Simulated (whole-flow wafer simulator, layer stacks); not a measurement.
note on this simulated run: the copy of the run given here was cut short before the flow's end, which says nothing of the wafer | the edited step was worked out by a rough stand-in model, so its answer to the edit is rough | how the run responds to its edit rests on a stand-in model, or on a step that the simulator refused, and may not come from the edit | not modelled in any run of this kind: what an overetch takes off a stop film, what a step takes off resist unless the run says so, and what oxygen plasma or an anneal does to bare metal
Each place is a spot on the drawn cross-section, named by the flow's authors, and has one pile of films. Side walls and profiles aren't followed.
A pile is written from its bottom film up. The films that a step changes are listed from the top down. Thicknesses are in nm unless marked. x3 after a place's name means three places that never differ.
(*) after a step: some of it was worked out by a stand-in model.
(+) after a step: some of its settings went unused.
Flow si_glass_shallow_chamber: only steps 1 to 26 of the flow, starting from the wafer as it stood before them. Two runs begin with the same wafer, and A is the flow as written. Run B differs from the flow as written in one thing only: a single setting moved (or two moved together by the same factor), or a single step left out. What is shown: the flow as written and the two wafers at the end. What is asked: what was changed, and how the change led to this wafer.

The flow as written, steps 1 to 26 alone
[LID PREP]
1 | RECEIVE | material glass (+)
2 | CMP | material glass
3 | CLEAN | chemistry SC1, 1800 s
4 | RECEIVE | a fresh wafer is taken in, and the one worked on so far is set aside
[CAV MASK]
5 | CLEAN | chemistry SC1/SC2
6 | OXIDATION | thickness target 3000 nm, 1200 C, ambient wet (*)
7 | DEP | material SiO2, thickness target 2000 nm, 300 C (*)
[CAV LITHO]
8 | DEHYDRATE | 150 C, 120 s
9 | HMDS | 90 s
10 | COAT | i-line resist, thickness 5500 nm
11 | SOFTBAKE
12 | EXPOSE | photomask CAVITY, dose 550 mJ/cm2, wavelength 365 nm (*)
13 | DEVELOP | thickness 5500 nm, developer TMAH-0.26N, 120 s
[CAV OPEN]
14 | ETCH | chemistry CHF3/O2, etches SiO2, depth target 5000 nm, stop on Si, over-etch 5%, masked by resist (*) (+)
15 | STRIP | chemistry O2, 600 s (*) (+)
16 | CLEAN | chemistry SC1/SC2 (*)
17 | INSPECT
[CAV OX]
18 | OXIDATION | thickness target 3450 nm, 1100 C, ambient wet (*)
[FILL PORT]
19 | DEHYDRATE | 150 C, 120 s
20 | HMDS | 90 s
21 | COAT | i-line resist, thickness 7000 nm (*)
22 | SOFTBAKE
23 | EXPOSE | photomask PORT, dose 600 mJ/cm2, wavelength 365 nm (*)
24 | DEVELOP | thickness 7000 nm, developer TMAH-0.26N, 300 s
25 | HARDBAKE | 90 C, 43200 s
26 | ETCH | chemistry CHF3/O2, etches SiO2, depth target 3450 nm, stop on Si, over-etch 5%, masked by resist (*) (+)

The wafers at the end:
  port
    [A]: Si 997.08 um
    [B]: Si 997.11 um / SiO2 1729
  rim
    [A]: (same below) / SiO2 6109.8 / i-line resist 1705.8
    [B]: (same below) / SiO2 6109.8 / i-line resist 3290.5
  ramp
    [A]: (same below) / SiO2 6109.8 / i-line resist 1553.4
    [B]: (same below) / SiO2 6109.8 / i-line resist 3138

Cause: step 26, ETCH: depth target 1639 nm was run, whereas the flow has depth target 3450 nm.

How this came from the change, step by step:
  26 | ETCH | chemistry CHF3/O2, etches SiO2, depth target 3450 nm, stop on Si, over-etch 5%, masked by resist (*) (+)
      port: A -3450 SiO2 (all of it), -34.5 Si | B -1721 SiO2
      rim, ramp, cav, ring: A -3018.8 i-line resist | B -1434.1 i-line resist
      (also at 1 further place)
